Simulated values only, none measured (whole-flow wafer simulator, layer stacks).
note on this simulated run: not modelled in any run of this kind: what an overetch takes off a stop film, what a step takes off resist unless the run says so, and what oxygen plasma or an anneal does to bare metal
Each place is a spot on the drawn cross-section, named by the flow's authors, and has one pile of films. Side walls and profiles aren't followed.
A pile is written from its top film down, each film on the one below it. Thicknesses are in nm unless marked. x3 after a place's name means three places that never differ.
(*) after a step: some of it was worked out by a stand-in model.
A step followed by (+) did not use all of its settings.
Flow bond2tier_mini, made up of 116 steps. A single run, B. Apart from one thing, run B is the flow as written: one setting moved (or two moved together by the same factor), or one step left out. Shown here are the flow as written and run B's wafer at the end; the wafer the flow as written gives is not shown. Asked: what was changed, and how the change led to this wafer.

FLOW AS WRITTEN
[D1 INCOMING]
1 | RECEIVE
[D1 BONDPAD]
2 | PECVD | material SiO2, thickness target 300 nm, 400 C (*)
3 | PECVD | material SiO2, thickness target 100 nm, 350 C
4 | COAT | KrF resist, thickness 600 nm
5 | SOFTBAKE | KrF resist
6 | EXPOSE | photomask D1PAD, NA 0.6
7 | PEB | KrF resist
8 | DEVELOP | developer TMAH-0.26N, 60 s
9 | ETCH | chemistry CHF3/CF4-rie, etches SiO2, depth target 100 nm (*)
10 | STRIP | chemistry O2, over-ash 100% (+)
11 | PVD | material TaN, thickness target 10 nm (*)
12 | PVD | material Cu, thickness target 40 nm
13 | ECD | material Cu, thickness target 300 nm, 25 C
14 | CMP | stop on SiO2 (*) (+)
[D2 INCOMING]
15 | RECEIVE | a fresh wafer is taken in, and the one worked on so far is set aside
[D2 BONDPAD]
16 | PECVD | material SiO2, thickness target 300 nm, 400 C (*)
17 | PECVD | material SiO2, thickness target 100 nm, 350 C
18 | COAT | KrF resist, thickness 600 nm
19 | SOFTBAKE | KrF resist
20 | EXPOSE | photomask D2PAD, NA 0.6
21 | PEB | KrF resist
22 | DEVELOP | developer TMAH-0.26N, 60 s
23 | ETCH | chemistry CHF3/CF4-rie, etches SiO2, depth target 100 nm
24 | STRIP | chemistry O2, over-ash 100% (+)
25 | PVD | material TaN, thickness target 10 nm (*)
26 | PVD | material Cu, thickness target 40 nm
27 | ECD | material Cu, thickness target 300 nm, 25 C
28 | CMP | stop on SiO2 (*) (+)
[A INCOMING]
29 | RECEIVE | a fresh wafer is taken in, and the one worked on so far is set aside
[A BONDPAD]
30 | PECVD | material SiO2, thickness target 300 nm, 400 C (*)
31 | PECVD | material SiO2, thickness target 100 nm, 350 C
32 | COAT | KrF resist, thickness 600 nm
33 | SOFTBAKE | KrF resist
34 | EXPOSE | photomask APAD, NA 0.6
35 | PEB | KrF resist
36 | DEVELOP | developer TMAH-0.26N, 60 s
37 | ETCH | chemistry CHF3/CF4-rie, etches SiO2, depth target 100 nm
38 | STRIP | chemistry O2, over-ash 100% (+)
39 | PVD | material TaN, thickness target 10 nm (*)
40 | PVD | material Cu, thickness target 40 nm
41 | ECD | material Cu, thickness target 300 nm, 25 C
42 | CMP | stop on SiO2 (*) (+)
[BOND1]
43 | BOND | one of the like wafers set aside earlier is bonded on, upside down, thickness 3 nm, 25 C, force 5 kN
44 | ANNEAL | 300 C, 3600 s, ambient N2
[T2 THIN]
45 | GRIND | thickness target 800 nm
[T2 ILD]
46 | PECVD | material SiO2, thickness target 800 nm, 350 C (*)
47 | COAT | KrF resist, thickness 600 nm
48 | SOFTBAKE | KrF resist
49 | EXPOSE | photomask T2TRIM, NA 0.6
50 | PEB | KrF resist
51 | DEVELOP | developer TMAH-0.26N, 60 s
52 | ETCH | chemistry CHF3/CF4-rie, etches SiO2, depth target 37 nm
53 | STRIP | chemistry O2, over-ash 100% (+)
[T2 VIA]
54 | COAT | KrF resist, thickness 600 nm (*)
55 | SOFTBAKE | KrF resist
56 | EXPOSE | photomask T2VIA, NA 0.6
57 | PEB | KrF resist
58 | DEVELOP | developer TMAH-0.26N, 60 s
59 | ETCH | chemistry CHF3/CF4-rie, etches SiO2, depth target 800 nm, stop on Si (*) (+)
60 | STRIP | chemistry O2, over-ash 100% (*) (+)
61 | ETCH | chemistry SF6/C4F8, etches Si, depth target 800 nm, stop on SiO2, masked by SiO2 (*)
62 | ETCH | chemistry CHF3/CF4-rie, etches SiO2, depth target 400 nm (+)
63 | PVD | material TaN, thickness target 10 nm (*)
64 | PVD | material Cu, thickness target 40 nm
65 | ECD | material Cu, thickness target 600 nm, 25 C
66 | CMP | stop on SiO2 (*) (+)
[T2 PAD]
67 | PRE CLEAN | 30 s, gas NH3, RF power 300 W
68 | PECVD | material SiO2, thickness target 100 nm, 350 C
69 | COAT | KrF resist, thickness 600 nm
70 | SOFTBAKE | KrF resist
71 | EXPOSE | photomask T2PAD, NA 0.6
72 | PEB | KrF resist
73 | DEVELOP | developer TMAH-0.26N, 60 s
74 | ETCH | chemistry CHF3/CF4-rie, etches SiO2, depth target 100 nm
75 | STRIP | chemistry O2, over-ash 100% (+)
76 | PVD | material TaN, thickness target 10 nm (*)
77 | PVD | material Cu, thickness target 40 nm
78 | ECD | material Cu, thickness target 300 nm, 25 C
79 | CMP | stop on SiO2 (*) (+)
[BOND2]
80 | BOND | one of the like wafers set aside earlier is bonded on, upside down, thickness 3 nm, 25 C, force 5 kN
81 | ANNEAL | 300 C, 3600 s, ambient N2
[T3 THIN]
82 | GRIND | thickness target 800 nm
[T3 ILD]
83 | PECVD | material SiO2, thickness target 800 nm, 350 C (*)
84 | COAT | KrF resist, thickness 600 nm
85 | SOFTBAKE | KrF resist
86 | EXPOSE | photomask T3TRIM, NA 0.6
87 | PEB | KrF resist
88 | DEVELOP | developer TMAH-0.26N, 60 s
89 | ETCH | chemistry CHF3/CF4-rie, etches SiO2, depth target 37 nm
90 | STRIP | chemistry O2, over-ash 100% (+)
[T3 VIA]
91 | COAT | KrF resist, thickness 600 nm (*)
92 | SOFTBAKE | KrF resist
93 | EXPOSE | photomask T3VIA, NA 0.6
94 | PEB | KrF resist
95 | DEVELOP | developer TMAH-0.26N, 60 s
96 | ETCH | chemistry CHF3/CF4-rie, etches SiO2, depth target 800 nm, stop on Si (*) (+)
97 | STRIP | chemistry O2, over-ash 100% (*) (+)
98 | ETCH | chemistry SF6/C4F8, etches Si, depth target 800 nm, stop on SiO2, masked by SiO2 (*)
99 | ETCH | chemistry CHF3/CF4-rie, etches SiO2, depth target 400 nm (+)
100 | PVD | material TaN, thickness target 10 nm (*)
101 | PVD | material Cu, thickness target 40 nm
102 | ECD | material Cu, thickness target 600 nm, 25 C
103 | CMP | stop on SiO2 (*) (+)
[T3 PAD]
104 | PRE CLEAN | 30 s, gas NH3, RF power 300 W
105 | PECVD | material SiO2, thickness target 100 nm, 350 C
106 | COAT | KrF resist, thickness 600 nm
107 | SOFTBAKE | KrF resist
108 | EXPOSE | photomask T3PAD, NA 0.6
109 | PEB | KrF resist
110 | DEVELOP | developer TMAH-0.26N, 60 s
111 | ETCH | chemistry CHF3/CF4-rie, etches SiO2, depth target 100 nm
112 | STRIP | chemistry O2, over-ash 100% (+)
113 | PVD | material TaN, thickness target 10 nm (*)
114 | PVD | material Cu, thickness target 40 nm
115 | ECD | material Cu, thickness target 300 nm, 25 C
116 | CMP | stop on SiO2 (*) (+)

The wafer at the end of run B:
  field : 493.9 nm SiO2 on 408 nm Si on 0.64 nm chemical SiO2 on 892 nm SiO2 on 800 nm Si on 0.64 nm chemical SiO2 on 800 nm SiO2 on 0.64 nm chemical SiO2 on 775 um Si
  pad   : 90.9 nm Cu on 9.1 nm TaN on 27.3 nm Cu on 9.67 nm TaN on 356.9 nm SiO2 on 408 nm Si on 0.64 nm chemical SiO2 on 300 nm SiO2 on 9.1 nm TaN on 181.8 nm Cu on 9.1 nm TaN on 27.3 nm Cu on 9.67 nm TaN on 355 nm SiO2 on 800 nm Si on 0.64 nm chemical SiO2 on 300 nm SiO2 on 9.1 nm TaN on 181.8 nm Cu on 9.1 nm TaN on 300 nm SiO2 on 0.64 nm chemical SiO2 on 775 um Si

What caused this: step 82, GRIND: thickness target 408 nm was run, while the flow as written has thickness target 800 nm.
The wafer lets one read it off: field has Si 408, and step 82 as written asks for 800 nm.

The path from the change to this, step by step:
  82 | GRIND | thickness target 800 nm
      field, pad: Si loses 774.59 um (as written it would have been: Si loses 774.2 um)
  98 | ETCH | chemistry SF6/C4F8, etches Si, depth target 800 nm, stop on SiO2, masked by SiO2 (*)
      field, pad: SiO2 loses 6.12 (as written it would have been: SiO2 loses 8)
